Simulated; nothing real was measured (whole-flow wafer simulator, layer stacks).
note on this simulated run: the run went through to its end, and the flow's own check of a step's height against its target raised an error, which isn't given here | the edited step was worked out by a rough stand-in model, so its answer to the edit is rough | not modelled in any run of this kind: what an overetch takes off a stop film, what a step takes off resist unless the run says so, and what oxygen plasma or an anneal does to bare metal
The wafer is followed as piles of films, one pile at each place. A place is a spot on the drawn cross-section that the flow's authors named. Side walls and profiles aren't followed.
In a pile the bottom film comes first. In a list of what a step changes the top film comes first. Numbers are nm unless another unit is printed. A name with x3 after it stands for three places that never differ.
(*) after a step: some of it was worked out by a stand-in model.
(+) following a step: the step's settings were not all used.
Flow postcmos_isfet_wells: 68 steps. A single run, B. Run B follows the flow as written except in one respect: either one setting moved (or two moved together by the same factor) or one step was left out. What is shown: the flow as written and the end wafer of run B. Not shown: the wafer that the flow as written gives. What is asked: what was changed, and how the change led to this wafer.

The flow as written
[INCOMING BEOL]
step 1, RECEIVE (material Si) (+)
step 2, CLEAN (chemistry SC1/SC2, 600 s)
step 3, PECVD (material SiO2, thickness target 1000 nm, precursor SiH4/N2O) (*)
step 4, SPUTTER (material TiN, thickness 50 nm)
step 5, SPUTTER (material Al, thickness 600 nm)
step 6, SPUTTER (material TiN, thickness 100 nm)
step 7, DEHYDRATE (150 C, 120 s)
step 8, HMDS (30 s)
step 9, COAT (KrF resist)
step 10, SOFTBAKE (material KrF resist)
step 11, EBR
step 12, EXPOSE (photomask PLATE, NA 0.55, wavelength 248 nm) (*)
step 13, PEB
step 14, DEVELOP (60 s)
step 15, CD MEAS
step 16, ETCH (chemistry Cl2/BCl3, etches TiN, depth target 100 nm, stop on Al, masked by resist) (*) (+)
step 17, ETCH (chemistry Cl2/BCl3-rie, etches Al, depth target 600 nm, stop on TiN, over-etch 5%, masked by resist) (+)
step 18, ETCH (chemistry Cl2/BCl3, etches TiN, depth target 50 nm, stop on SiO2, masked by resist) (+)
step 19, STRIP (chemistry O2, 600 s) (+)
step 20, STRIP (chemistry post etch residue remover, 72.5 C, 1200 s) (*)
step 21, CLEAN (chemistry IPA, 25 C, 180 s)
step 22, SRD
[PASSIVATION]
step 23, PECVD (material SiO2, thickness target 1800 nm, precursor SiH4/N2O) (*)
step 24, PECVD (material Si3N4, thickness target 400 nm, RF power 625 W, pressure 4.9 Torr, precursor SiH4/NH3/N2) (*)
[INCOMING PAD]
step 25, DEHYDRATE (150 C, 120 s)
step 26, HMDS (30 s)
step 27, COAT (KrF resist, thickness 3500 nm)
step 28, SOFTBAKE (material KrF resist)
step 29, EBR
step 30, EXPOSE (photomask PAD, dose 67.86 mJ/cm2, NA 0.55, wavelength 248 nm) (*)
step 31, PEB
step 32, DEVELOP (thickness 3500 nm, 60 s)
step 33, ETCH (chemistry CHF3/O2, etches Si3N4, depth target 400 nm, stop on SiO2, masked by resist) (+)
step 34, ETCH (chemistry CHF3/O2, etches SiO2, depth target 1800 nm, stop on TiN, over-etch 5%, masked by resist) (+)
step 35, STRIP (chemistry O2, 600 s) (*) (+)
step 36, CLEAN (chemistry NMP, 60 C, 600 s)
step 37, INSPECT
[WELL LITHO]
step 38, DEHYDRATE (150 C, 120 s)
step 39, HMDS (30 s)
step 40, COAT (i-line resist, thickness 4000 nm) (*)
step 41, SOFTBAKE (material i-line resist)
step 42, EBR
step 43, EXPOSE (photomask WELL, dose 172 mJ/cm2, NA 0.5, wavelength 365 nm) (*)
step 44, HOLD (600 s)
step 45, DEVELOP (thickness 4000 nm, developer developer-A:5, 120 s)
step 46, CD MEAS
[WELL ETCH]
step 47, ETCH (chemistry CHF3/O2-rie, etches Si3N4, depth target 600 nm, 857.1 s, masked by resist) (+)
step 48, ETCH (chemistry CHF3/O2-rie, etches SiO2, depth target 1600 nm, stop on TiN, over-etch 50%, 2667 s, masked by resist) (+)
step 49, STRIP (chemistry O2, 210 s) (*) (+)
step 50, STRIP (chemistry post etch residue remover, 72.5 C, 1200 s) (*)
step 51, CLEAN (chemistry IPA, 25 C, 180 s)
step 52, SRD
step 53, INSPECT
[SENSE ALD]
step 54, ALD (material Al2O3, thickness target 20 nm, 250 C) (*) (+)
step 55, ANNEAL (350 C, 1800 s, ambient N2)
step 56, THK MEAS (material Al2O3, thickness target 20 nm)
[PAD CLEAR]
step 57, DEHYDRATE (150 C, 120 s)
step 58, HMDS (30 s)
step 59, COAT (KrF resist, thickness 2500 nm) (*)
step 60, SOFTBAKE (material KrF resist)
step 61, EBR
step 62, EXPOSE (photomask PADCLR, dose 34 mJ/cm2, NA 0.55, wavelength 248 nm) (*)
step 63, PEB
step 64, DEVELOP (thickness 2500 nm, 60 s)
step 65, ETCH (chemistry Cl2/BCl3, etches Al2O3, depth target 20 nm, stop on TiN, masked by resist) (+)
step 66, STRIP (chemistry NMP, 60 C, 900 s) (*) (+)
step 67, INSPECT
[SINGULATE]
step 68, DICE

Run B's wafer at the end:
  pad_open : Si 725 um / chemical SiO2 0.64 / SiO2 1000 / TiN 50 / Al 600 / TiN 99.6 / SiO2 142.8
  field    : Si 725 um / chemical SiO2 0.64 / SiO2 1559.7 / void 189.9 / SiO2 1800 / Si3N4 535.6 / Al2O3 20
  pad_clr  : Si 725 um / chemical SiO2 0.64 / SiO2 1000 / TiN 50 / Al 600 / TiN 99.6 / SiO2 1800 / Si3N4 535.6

The reason: step 24, PECVD: thickness target 536 nm was run, though the flow has thickness target 400 nm.

Step by step, how the change led to this:
  step 24, PECVD (material Si3N4, thickness target 400 nm, RF power 625 W, pressure 4.9 Torr, precursor SiH4/NH3/N2) (*)
      field, margin, well900, well1300 x3, pad_rim, pad_clr, pad_open: +536 Si3N4 (new film) (as written it would have been: +400 Si3N4 (new film))
  step 33, ETCH (chemistry CHF3/O2, etches Si3N4, depth target 400 nm, stop on SiO2, masked by resist) (+)
      pad_open: -400 Si3N4 (as written it would have been: -400 Si3N4 (all of it))
  step 34, ETCH (chemistry CHF3/O2, etches SiO2, depth target 1800 nm, stop on TiN, over-etch 5%, masked by resist) (+)
      pad_open: -136 Si3N4 (all of it), -1657.2 SiO2 (as written it would have been: -1800 SiO2 (all of it))
  step 47, ETCH (chemistry CHF3/O2-rie, etches Si3N4, depth target 600 nm, 857.1 s, masked by resist) (+)
      well900, well1300 x3: -536 Si3N4 (all of it), -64 SiO2 (as written it would have been: -400 Si3N4 (all of it), -200 SiO2)
  step 48, ETCH (chemistry CHF3/O2-rie, etches SiO2, depth target 1600 nm, stop on TiN, over-etch 50%, 2667 s, masked by resist) (+)
      well900, well1300 x3: -1736 SiO2 (all of it) (as written it would have been: -1600 SiO2 (all of it))
  step 59, COAT (KrF resist, thickness 2500 nm) (*)
      field: +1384 KrF resist (new film) (as written it would have been: +1449 KrF resist (new film))
      margin: +1383.9 KrF resist (new film) (as written it would have been: +1448.9 KrF resist (new film))
  step 66, STRIP (chemistry NMP, 60 C, 900 s) (*) (+)
      field, margin: -1335.6 KrF resist (all of it) (as written it would have been: -1400.1 KrF resist (all of it))
